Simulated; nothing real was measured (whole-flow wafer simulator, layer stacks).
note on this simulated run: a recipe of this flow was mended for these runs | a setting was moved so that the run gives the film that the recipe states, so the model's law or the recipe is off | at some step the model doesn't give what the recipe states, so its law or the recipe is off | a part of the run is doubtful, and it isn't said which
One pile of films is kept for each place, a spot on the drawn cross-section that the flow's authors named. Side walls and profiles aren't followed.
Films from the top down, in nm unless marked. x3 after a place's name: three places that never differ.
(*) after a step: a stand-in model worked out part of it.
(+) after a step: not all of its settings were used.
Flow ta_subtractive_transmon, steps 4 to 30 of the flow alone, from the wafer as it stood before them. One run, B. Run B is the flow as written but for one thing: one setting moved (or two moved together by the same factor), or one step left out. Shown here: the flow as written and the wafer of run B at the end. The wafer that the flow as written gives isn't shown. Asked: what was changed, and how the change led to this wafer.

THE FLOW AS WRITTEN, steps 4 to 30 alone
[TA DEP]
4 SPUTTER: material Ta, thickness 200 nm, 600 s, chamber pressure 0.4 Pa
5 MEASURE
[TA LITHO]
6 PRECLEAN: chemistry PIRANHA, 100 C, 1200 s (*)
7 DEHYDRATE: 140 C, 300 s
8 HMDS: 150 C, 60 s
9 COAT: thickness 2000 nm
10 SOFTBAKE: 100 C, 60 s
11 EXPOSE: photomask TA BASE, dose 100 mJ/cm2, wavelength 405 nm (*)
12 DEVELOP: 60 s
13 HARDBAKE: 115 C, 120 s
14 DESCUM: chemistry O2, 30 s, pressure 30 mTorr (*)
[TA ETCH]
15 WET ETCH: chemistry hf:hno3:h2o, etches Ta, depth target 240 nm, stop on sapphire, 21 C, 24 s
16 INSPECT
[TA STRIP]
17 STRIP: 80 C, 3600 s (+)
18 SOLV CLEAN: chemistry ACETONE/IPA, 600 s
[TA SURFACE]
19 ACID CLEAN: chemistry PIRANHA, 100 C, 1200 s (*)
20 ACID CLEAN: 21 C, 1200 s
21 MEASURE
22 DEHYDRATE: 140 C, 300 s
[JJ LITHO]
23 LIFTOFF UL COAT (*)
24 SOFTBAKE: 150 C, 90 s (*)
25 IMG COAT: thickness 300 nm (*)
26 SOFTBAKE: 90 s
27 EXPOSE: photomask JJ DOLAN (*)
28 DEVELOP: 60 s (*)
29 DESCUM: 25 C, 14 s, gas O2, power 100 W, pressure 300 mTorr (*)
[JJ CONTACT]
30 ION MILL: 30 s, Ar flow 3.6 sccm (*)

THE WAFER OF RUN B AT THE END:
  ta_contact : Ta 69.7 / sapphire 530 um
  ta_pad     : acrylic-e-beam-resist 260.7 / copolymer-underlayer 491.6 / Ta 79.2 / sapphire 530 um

The cause: step 4, SPUTTER: thickness 80 nm was run, where the flow has thickness 200 nm; step 4, SPUTTER: 240 s was run, where the flow has 600 s.

How the change led to this, step by step:
  4 SPUTTER: material Ta, thickness 200 nm, 600 s, chamber pressure 0.4 Pa
      field x2, jj_line, lead, ta_contact, ta_pad: Ta +80 (new film) (as written it would be: Ta +200 (new film))
  15 WET ETCH: chemistry hf:hno3:h2o, etches Ta, depth target 240 nm, stop on sapphire, 21 C, 24 s
      field x2, jj_line, lead: Ta -79.7 (all of it) (as written it would be: Ta -199.7 (all of it))
  23 LIFTOFF UL COAT (*)
      lead: copolymer-underlayer +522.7 (new film) (as written it would be: copolymer-underlayer +554.7 (new film))
      ta_contact: copolymer-underlayer +476.5 (new film) (as written it would be: copolymer-underlayer +443.9 (new film))
  25 IMG COAT: thickness 300 nm (*)
      lead: acrylic-e-beam-resist +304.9 (new film) (as written it would be: acrylic-e-beam-resist +312.5 (new film))
      ta_contact: acrylic-e-beam-resist +295.2 (new film) (as written it would be: acrylic-e-beam-resist +287.5 (new film))
      (and at 1 more place)
  28 DEVELOP: 60 s (*)
      lead: acrylic-e-beam-resist -304.9 (all of it), copolymer-underlayer -522.7 (all of it) (as written it would be: acrylic-e-beam-resist -312.5 (all of it), copolymer-underlayer -554.7 (all of it))
      ta_contact: acrylic-e-beam-resist -295.2 (all of it), copolymer-underlayer -476.5 (all of it) (as written it would be: acrylic-e-beam-resist -287.5 (all of it), copolymer-underlayer -443.9 (all of it))
